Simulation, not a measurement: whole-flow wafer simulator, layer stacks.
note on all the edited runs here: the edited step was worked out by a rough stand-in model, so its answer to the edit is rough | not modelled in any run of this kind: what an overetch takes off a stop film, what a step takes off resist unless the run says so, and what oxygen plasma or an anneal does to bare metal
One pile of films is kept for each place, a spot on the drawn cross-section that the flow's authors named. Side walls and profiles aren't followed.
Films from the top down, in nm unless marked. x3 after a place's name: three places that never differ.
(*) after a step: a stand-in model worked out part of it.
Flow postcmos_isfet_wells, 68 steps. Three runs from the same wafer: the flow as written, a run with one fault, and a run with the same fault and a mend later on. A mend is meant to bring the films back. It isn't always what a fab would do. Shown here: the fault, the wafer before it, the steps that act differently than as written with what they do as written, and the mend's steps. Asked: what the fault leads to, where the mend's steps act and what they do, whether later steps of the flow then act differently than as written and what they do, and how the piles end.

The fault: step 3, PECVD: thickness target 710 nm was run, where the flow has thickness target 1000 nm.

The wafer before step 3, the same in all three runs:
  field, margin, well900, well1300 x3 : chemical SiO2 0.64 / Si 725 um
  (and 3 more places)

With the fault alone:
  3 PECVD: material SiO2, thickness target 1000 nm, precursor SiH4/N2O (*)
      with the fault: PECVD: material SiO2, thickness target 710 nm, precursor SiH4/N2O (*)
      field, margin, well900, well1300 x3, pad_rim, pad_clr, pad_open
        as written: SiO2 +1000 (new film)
        with the fault: SiO2 +710 (new film)
  No later step of the flow acts differently than as written at any place that is followed.
  At the end the piles differ from the flow's by more than 2% or 0.5 nm, whichever is larger, at field, margin, well900, well1300 x3, pad_rim, pad_clr, pad_open.
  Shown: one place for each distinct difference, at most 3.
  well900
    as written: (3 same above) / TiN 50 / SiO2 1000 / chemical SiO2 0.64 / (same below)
    with the fault: (3 same above) / TiN 50 / SiO2 710 / chemical SiO2 0.64 / (same below)
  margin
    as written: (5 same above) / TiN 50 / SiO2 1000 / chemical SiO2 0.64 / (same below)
    with the fault: (5 same above) / TiN 50 / SiO2 710 / chemical SiO2 0.64 / (same below)
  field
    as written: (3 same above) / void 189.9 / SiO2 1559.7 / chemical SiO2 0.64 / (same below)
    with the fault: (3 same above) / void 189.9 / SiO2 1269.7 / chemical SiO2 0.64 / (same below)

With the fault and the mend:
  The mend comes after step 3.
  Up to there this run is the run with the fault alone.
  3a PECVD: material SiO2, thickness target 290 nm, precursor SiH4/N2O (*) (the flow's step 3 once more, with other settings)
      field, margin, well900, well1300 x3, pad_rim, pad_clr, pad_open
        SiO2 +290
  No later step of the flow acts differently than as written at any place that is followed.
  At the end the piles are the same as the flow's at every place that both follow.
